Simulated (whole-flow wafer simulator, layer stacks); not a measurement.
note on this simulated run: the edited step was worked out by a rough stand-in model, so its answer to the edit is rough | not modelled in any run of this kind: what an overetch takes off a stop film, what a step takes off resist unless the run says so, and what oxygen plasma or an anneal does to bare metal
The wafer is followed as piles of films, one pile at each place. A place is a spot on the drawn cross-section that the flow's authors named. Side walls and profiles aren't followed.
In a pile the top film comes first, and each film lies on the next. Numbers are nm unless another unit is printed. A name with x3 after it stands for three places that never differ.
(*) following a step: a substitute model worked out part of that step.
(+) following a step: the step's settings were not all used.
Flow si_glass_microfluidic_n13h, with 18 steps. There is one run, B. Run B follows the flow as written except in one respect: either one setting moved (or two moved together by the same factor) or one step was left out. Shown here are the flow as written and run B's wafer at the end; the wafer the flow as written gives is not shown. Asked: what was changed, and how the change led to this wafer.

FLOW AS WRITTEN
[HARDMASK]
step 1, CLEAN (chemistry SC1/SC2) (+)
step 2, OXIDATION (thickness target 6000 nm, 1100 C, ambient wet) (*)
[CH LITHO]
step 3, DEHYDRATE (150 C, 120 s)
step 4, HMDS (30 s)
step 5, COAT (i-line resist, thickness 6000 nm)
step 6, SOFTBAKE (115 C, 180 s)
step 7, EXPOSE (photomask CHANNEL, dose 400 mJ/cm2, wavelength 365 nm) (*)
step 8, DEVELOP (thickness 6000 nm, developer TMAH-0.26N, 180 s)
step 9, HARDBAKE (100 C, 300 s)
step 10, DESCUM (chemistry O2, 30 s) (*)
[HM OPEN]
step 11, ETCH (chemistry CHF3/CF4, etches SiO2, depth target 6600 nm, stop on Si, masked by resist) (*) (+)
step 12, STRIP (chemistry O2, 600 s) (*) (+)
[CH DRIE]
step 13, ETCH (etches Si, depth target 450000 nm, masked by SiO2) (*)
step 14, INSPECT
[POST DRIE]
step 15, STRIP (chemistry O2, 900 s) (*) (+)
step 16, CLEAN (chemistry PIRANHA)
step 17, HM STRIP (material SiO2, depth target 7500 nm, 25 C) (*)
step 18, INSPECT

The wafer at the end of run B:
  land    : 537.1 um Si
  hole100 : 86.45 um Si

Cause: step 2, OXIDATION: thickness target 6600 nm was run, though the flow has thickness target 6000 nm.

The path from the change to this, step by step:
  step 2, OXIDATION (thickness target 6000 nm, 1100 C, ambient wet) (*)
      land, hole100: +6600 SiO2 (new film), -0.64 chemical SiO2 (all of it), -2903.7 Si (in the flow as written it would be: +6000 SiO2 (new film), -0.64 chemical SiO2 (all of it), -2639.7 Si)
  step 11, ETCH (chemistry CHF3/CF4, etches SiO2, depth target 6600 nm, stop on Si, masked by resist) (*) (+)
      hole100: -6600 SiO2 (all of it) (in the flow as written it would be: -6000 SiO2 (all of it))
  step 17, HM STRIP (material SiO2, depth target 7500 nm, 25 C) (*)
      land: -3595.7 SiO2 (all of it) (in the flow as written it would be: -2995.7 SiO2 (all of it))
